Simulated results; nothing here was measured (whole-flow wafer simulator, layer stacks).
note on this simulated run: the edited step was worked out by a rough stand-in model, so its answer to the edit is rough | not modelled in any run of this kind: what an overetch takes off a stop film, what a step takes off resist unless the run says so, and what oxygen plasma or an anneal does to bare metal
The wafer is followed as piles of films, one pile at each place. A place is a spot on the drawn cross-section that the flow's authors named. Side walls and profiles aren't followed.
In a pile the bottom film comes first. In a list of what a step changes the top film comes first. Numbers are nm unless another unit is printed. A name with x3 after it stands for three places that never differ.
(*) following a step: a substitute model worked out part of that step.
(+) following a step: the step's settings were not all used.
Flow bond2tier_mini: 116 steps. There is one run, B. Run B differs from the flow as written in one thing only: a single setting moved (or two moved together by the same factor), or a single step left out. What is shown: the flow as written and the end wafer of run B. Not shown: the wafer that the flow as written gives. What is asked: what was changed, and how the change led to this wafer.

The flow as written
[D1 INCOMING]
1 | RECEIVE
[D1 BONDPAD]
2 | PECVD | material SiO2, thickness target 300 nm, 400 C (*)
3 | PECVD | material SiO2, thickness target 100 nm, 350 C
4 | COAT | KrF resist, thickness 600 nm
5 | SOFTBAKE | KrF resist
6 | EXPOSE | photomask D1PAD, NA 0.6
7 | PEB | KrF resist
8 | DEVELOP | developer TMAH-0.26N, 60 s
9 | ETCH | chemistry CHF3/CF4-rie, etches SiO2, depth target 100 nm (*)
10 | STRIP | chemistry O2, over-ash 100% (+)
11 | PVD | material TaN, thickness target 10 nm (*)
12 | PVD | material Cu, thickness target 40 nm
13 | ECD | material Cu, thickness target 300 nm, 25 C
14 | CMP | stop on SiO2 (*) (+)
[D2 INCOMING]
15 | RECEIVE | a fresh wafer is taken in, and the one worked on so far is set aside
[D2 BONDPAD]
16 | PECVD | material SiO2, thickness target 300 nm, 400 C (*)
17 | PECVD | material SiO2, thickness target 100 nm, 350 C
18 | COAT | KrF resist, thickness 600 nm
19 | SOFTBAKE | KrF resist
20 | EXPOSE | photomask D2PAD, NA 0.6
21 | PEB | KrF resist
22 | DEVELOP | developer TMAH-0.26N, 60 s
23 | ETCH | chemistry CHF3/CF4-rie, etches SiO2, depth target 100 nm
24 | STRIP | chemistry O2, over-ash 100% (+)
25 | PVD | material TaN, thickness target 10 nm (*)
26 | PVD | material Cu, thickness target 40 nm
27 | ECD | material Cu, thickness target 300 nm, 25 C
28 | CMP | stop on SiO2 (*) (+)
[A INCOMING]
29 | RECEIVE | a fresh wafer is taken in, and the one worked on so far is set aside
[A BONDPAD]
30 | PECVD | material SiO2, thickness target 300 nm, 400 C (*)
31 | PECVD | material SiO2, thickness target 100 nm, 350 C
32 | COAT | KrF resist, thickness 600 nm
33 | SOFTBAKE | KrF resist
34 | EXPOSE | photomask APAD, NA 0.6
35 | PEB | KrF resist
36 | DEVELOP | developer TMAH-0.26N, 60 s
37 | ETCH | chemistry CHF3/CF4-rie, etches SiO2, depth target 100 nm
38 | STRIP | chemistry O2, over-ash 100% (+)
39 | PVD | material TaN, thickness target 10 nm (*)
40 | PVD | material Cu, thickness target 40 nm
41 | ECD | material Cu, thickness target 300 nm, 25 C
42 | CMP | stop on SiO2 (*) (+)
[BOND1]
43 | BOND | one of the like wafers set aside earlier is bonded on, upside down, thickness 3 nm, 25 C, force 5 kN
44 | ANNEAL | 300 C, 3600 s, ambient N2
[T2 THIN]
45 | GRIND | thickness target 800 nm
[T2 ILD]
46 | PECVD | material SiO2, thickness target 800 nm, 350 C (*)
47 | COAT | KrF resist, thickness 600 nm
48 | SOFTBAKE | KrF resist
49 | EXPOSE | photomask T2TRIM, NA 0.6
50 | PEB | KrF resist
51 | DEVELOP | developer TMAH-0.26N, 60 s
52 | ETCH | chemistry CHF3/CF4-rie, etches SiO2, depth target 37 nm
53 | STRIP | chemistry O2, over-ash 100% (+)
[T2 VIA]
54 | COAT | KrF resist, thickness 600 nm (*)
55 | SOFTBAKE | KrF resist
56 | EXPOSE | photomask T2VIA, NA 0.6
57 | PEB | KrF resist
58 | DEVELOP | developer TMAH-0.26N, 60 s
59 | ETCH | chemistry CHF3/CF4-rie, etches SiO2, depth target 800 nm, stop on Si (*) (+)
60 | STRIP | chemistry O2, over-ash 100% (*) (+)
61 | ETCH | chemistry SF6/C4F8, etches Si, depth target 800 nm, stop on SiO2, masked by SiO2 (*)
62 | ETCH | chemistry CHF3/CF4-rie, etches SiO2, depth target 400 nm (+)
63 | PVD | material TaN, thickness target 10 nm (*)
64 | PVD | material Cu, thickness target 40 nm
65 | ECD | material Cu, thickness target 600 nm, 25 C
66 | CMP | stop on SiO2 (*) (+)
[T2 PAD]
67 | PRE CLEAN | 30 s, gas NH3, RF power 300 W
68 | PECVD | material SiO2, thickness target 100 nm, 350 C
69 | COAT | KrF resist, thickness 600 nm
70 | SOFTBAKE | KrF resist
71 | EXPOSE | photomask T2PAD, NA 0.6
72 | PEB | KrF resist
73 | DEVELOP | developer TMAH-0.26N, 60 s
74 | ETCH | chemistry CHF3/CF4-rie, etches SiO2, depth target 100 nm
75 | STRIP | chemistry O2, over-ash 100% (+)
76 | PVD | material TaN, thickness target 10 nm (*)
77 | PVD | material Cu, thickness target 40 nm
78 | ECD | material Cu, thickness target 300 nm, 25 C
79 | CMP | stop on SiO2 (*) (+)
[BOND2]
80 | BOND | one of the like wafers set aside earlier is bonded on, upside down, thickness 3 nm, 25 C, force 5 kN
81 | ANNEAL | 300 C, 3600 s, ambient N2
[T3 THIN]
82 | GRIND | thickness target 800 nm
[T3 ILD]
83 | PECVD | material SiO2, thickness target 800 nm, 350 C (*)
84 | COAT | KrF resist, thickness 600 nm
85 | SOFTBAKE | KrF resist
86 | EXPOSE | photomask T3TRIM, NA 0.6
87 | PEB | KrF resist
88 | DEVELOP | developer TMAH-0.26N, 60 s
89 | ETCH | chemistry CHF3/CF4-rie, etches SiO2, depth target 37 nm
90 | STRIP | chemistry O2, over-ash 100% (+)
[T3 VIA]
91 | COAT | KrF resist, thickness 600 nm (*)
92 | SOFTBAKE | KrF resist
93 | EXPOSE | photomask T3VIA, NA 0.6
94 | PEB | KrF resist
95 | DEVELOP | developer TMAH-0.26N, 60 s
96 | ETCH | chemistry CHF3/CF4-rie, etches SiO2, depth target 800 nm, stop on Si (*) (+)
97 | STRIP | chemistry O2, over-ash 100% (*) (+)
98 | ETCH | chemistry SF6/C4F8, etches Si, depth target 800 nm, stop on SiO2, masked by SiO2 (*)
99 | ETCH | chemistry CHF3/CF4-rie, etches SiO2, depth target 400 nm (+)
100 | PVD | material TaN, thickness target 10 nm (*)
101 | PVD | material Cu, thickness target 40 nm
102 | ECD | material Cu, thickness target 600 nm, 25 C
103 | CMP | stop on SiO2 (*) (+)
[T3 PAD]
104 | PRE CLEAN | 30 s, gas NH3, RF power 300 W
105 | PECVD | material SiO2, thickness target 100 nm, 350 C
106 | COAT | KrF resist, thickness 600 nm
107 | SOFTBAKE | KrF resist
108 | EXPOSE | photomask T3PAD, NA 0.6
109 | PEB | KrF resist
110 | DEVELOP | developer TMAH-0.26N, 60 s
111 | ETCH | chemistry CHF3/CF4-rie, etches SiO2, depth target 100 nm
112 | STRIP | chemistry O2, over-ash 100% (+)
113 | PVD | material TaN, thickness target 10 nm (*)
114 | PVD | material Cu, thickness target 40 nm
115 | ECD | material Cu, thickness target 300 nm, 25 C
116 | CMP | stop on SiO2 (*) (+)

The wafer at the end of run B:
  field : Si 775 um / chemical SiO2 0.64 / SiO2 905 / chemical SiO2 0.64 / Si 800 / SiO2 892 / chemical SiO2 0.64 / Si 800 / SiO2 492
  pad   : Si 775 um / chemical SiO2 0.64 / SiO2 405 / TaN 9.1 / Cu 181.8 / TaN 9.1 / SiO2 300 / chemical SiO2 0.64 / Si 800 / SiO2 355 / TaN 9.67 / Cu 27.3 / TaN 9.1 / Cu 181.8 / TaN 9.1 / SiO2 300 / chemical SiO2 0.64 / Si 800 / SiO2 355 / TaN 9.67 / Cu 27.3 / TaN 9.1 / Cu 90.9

The reason: step 30, PECVD: thickness target 405 nm was run, though the flow has thickness target 300 nm.
One can read it off the wafer: pad has SiO2 405, and step 30 as written asks for 300 nm.

The path from the change to this, step by step:
  30 | PECVD | material SiO2, thickness target 300 nm, 400 C (*)
      field, pad, via: +405 SiO2 (new film) (it would be, as written: +300 SiO2 (new film))
